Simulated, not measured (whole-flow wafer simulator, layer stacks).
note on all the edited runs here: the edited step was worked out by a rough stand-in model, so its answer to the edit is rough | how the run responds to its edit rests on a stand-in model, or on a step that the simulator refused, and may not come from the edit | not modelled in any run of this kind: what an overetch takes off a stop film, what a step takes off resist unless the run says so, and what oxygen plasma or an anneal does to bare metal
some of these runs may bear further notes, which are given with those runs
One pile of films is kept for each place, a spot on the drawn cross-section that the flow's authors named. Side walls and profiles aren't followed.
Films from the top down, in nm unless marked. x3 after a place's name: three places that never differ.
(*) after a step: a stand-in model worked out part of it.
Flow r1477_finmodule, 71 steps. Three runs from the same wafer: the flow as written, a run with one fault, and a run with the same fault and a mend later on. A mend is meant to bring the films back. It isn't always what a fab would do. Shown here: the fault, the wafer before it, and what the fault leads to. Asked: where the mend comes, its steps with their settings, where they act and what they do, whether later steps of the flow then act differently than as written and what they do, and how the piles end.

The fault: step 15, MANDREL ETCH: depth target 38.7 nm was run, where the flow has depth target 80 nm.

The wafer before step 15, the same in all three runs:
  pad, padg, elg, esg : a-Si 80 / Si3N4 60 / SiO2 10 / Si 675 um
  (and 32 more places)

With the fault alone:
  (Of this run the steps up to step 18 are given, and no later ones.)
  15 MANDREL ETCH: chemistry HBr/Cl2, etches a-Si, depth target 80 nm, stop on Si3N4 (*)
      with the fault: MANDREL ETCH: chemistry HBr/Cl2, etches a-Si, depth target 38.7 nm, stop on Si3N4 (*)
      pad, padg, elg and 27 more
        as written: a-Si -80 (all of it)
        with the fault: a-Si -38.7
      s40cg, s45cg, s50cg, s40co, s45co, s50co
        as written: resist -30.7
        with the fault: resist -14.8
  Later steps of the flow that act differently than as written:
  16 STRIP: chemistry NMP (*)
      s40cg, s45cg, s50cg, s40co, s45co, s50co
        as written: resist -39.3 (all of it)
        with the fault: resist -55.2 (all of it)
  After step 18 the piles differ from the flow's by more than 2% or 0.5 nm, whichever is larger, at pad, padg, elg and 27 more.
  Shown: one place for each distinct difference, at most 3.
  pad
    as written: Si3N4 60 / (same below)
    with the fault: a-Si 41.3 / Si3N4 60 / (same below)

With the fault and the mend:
  The mend comes after step 16.
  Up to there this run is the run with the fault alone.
  16a DEHYDRATE: 150 C, 120 s (the flow's step 9 once more)
      changes no film at any place that is followed
  16b COAT: resist, thickness 70 nm (*) (the flow's step 10 once more)
      pad, padg, elg and 15 more
        resist +70 (new film)
      s40cg, s40co
        resist +44.5 (new film)
      s40sg, s40so
        resist +82.6 (new film)
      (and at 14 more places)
  16c SOFTBAKE: 180 C, 180 s (*) (the flow's step 11 once more)
      changes no film at any place that is followed
  16d EXPOSE: resist, photomask FIN MANDREL (the flow's step 12 once more)
      changes no film at any place that is followed
  16e DEVELOP (*) (the flow's step 13 once more)
      pad, padg, elg and 15 more
        resist -70 (all of it)
      s40sg, s40so
        resist -82.6 (all of it)
      s40sg_line, s40so_line
        resist -82.9 (all of it)
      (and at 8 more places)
  16f MANDREL ETCH: chemistry HBr/Cl2, etches a-Si, depth target 41.3 nm, stop on Si3N4 (*) (the flow's step 15 once more, with other settings)
      pad, padg, elg and 27 more
        a-Si -41.3 (all of it)
      s40cg, s45cg, s50cg, s40co, s45co, s50co
        resist -15.8
  16g STRIP: chemistry NMP (*) (the flow's step 16 once more)
      s40cg, s40co
        resist -28.7 (all of it)
      s45cg, s45co
        resist -30.3 (all of it)
      s50cg, s50co
        resist -31.9 (all of it)
  No later step of the flow acts differently than as written at any place that is followed.
  At the end the piles are the same as the flow's at every place that both follow.
